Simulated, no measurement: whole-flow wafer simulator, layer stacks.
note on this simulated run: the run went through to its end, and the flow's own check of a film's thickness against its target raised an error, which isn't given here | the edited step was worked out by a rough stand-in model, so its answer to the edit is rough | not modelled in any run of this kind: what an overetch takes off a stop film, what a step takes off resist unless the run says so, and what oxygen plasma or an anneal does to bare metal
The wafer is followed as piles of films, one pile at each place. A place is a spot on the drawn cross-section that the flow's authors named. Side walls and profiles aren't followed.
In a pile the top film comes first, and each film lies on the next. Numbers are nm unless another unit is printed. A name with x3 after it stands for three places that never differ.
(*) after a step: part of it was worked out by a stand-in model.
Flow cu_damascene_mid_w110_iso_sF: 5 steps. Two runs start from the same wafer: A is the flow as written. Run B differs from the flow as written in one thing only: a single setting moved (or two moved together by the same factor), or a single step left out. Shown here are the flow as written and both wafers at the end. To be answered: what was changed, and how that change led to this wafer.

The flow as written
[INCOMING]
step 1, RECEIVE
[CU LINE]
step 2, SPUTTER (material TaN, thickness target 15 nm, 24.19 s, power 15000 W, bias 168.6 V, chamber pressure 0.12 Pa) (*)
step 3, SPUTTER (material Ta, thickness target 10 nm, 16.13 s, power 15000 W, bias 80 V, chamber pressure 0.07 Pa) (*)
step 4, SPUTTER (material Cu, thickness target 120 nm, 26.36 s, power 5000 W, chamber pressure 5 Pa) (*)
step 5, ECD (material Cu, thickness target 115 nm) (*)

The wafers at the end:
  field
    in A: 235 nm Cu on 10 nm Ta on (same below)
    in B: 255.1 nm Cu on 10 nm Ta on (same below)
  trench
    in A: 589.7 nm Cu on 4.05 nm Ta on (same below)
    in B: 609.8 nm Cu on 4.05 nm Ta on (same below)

Cause: step 5, ECD: thickness target 135.1 nm was run, while the flow as written has thickness target 115 nm.

The path from the change to this, step by step:
  step 5, ECD (material Cu, thickness target 115 nm) (*)
      field: A Cu gains 115 | B Cu gains 135.1
      trench: A Cu gains 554 | B Cu gains 574.1
